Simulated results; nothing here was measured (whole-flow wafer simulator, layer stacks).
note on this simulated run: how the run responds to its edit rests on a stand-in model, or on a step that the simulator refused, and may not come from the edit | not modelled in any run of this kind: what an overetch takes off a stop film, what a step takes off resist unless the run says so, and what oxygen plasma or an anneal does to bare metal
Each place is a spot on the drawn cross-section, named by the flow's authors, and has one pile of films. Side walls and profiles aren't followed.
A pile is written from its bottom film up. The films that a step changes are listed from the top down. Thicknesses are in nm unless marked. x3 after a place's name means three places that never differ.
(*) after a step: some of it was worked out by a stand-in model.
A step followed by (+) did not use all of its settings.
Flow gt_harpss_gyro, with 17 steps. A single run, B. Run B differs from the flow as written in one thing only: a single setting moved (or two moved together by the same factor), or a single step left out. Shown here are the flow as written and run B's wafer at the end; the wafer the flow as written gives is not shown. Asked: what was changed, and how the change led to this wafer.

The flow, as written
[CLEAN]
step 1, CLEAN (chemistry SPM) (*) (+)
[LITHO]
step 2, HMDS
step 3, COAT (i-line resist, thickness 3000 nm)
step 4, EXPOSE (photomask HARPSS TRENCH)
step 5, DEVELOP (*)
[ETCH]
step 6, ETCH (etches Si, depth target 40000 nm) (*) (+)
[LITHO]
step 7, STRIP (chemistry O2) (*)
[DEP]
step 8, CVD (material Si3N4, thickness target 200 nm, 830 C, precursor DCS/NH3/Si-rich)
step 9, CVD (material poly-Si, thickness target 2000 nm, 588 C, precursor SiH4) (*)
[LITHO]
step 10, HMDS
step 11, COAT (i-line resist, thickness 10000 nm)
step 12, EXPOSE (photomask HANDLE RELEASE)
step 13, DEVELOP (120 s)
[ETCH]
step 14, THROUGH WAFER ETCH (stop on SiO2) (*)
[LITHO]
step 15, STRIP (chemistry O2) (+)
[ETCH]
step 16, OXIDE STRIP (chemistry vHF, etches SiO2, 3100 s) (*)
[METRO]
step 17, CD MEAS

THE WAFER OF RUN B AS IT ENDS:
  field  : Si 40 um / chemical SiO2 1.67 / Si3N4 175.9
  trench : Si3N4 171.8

Cause: step 9, CVD: material poly-Si, thickness target 2000 nm, 588 C, precursor SiH4 (*), was skipped.

Step by step, how the change led to this:
  step 16, OXIDE STRIP (chemistry vHF, etches SiO2, 3100 s) (*)
      field: -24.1 Si3N4, -2000 SiO2 (all of it) (it would be, as written: under 4 films: -2000 SiO2 (all of it))
      trench: -24.1 Si3N4, -2000 SiO2 (all of it) (it would be, as written: under 2 films: -2000 SiO2 (all of it))
